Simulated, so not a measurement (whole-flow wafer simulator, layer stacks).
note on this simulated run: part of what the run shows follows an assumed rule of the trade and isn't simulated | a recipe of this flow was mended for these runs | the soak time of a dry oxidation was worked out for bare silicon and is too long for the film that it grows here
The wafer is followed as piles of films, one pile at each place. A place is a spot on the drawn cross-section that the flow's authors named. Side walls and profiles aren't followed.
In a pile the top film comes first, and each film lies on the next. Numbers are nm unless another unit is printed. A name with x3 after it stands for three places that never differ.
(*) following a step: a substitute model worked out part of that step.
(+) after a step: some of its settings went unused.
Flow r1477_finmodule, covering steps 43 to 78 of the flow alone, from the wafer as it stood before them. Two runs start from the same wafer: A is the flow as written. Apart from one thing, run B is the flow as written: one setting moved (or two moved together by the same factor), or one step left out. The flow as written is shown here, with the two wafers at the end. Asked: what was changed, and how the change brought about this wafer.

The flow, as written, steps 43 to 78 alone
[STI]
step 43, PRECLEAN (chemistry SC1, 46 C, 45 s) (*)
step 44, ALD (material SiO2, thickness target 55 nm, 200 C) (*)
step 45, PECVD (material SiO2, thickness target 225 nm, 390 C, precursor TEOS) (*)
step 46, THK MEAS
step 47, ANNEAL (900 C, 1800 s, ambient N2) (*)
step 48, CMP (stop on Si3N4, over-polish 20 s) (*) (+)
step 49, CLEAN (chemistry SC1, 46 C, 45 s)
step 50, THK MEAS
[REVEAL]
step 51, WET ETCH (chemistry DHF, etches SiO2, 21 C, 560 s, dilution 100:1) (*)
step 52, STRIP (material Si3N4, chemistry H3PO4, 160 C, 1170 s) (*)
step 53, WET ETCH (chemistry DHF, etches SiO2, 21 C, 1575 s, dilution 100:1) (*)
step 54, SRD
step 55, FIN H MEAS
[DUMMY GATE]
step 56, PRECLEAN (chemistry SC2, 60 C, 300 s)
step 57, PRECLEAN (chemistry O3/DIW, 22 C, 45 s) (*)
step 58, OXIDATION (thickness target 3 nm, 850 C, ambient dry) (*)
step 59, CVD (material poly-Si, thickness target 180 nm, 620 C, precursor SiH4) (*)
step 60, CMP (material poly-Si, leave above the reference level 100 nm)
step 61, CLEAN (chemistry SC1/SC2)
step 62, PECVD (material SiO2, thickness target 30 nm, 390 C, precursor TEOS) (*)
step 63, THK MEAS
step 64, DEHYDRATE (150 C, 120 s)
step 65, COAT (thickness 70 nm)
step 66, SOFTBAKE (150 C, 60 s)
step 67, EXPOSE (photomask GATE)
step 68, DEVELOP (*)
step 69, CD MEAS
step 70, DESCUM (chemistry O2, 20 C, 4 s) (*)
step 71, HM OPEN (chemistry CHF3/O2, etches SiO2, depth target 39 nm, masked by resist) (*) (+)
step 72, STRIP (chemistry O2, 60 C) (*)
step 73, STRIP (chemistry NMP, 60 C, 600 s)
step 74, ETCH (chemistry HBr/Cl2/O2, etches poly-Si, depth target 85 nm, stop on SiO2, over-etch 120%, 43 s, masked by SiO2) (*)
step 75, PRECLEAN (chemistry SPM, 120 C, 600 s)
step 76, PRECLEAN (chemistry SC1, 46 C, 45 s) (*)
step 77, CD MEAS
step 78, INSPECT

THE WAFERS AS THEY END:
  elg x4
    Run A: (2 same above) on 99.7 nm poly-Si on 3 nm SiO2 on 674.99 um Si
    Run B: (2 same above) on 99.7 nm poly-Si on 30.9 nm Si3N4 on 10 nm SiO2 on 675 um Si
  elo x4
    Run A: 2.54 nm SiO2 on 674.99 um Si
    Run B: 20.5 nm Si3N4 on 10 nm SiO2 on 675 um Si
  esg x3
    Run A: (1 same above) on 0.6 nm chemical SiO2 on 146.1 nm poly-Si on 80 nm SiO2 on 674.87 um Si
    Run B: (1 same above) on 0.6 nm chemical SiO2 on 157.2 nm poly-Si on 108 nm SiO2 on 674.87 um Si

What caused this: step 51, WET ETCH: chemistry DHF, etches SiO2, 21 C, 560 s, dilution 100:1 (*), was omitted.

The path from the change to this, step by step:
  step 52, STRIP (material Si3N4, chemistry H3PO4, 160 C, 1170 s) (*)
      elg x4, elo x4: A Si3N4 loses 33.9 (all of it), SiO2 loses 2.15 | B SiO2 loses 4.28
      s40sg_line x3, s40so_line x3: A Si3N4 loses 55.1 (all of it), SiO2 loses 1.49 | B Si3N4 loses 56.6 (all of it), SiO2 loses 1.44
  step 53, WET ETCH (chemistry DHF, etches SiO2, 21 C, 1575 s, dilution 100:1) (*)
      elg x4, elo x4: A SiO2 loses 7.85 (all of it) | B SiO2 loses 18 (all of it), Si3N4 loses 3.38
  step 57, PRECLEAN (chemistry O3/DIW, 22 C, 45 s) (*)
      elg x4, elo x4: A chemical SiO2 gains 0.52, Si loses 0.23 | B nothing
  step 58, OXIDATION (thickness target 3 nm, 850 C, ambient dry) (*)
      elg x4, elo x4: A SiO2 gains 3 (new film), chemical SiO2 loses 0.85 (all of it), Si loses 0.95 | B nothing
  step 59, CVD (material poly-Si, thickness target 180 nm, 620 C, precursor SiH4) (*)
      esg x3, eso x3: A poly-Si gains 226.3 (new film) | B poly-Si gains 237.4 (new film)
      s40cg, s50sg, s40co, s50so: A poly-Si gains 226.3 (new film) | B poly-Si gains 197.1 (new film)
      (and at 10 other places as well)
  step 60, CMP (material poly-Si, leave above the reference level 100 nm)
      s40sg_line x3, s40so_line x3: A poly-Si loses 80 | B poly-Si loses 40.8
      s40cg, s50sg, s40co, s50so: A poly-Si loses 80 | B poly-Si loses 39.7
      (and at 12 other places as well)
  step 74, ETCH (chemistry HBr/Cl2/O2, etches poly-Si, depth target 85 nm, stop on SiO2, over-etch 120%, 43 s, masked by SiO2) (*)
      elo x4: A chemical SiO2 loses 1.12 (all of it), poly-Si loses 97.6 (all of it), SiO2 loses 0.45 | B chemical SiO2 loses 1.12 (all of it), poly-Si loses 97.6 (all of it), Si3N4 loses 10.4
      eso x3, e200so, s40co, s40so, s45co, s45so, s50co, s50so: A chemical SiO2 loses 1.12 (all of it), poly-Si loses 143.9 (all of it), SiO2 loses 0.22 | B chemical SiO2 loses 1.12 (all of it), poly-Si loses 155 (all of it), SiO2 loses 0.16
      (and at 4 other places as well)
